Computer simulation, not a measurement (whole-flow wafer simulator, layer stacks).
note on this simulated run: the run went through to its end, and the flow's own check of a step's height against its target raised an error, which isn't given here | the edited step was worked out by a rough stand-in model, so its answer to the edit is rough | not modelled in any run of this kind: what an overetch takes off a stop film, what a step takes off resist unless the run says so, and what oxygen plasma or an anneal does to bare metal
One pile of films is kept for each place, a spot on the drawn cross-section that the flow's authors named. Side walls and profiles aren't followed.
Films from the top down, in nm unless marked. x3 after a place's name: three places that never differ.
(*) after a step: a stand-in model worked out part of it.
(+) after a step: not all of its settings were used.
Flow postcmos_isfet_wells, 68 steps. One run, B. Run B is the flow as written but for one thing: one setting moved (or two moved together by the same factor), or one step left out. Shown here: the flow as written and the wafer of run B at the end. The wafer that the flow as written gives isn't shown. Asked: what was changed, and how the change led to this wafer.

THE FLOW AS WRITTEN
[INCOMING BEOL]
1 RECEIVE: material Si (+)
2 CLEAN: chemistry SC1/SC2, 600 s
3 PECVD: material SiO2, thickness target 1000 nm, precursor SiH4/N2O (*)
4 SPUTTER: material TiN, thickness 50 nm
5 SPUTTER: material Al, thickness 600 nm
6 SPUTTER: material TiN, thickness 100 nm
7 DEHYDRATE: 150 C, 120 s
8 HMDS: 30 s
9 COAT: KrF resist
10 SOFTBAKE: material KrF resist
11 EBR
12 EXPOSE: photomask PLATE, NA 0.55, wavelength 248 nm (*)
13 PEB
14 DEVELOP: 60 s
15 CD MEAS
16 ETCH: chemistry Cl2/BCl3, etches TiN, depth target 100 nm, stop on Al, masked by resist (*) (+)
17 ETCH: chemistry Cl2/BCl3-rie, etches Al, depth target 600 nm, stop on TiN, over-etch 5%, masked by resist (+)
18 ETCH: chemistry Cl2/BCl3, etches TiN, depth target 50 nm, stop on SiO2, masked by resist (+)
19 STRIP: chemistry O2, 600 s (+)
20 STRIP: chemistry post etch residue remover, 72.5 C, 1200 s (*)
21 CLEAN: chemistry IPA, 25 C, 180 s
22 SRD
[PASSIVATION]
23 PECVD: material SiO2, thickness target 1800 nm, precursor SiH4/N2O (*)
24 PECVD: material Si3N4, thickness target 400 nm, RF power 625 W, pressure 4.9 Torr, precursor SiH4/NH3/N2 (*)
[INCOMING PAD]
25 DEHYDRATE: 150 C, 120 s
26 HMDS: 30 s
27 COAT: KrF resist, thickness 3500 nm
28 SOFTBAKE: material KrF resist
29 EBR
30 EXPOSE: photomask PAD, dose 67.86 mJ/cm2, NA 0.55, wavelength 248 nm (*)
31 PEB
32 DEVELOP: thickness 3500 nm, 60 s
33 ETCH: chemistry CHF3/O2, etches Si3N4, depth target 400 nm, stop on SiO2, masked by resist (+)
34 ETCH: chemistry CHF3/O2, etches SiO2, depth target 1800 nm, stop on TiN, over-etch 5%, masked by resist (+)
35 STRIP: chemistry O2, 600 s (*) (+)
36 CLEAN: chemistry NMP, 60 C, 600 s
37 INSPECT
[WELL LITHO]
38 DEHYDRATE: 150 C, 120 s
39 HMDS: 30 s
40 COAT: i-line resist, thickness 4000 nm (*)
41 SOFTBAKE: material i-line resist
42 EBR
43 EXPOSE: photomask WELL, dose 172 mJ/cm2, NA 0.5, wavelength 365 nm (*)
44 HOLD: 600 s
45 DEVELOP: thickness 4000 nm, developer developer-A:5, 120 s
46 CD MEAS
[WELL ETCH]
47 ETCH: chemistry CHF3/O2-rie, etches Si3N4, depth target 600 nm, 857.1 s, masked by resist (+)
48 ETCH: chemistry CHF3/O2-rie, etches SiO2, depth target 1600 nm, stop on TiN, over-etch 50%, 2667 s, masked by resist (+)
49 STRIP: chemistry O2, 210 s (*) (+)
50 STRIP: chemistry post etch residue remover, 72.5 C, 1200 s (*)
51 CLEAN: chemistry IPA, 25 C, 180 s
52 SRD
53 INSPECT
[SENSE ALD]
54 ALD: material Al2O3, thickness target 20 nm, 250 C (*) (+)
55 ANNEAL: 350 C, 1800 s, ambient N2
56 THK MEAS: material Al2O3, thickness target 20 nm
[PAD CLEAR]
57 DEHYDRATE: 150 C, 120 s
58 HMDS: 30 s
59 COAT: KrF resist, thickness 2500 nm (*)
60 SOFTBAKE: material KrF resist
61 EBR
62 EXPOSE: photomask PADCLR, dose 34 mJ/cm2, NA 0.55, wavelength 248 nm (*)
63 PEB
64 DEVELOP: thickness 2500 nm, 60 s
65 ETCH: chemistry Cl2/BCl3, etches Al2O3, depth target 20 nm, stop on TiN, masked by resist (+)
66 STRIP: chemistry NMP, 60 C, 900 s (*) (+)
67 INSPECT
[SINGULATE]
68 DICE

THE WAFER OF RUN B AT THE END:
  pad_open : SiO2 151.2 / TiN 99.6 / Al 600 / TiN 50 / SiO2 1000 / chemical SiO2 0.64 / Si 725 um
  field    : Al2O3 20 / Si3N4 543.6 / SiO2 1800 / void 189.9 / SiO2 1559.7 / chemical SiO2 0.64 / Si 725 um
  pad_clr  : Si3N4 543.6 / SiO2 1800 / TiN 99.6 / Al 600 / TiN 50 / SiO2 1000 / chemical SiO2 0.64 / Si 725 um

The cause: step 24, PECVD: thickness target 544 nm was run, where the flow has thickness target 400 nm.

How the change led to this, step by step:
  24 PECVD: material Si3N4, thickness target 400 nm, RF power 625 W, pressure 4.9 Torr, precursor SiH4/NH3/N2 (*)
      field, margin, well900, well1300 x3, pad_rim, pad_clr, pad_open: Si3N4 +544 (new film) (as written it would be: Si3N4 +400 (new film))
  33 ETCH: chemistry CHF3/O2, etches Si3N4, depth target 400 nm, stop on SiO2, masked by resist (+)
      pad_open: Si3N4 -400 (as written it would be: Si3N4 -400 (all of it))
  34 ETCH: chemistry CHF3/O2, etches SiO2, depth target 1800 nm, stop on TiN, over-etch 5%, masked by resist (+)
      pad_open: Si3N4 -144 (all of it), SiO2 -1648.8 (as written it would be: SiO2 -1800 (all of it))
  47 ETCH: chemistry CHF3/O2-rie, etches Si3N4, depth target 600 nm, 857.1 s, masked by resist (+)
      well900, well1300 x3: Si3N4 -544 (all of it), SiO2 -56 (as written it would be: Si3N4 -400 (all of it), SiO2 -200)
  48 ETCH: chemistry CHF3/O2-rie, etches SiO2, depth target 1600 nm, stop on TiN, over-etch 50%, 2667 s, masked by resist (+)
      well900, well1300 x3: SiO2 -1744 (all of it) (as written it would be: SiO2 -1600 (all of it))
  59 COAT: KrF resist, thickness 2500 nm (*)
      field: KrF resist +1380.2 (new film) (as written it would be: KrF resist +1449 (new film))
      margin: KrF resist +1380.1 (new film) (as written it would be: KrF resist +1448.9 (new film))
  66 STRIP: chemistry NMP, 60 C, 900 s (*) (+)
      field, margin: KrF resist -1331.8 (all of it) (as written it would be: KrF resist -1400.1 (all of it))
